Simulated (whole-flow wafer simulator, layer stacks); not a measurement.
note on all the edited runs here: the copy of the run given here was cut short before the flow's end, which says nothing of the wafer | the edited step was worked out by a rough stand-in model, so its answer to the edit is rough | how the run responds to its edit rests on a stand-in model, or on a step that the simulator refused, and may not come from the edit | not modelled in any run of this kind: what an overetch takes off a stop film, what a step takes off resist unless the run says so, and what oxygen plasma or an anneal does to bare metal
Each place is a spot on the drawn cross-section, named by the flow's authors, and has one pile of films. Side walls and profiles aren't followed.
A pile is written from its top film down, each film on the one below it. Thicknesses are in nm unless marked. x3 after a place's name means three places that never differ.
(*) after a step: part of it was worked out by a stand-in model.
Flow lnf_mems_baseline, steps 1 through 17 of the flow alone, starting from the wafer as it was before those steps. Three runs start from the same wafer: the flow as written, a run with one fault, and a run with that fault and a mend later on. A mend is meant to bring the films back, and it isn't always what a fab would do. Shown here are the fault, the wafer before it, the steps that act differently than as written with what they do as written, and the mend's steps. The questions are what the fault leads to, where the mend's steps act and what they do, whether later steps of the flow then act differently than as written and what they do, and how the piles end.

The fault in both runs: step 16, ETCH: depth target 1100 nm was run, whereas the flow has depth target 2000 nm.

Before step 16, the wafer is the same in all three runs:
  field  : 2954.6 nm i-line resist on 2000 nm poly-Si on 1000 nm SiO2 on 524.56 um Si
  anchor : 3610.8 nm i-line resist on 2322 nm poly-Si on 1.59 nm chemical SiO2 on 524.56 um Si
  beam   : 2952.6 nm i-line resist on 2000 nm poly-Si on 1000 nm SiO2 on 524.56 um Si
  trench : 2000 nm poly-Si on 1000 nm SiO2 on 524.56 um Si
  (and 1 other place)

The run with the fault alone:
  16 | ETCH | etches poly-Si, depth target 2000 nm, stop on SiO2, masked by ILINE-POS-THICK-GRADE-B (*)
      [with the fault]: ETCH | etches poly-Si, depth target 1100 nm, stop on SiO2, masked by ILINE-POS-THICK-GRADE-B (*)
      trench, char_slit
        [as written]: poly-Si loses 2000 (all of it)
        [with the fault]: poly-Si loses 1100
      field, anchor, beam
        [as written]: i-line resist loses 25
        [with the fault]: i-line resist loses 13.8
  Later steps of the flow acting differently than as written:
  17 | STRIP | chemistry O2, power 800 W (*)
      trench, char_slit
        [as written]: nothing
        [with the fault]: chemical SiO2 gains 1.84 (new film), poly-Si loses 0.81
  The piles end different from the flow's at trench, char_slit by more than 2% or 0.5 nm, whichever is larger.
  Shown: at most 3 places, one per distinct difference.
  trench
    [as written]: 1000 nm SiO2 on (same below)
    [with the fault]: 1.84 nm chemical SiO2 on 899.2 nm poly-Si on 1000 nm SiO2 on (same below)

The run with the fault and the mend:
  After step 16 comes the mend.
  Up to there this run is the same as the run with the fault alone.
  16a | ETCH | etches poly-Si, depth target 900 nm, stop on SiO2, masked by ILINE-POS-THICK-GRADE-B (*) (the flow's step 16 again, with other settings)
      field, anchor, beam
        i-line resist loses 11.2
      trench, char_slit
        poly-Si loses 900 (all of it)
  None of the later steps of the flow acts differently than as written at any place that is followed.
  At every place that both follow, the piles at the end match the flow's.
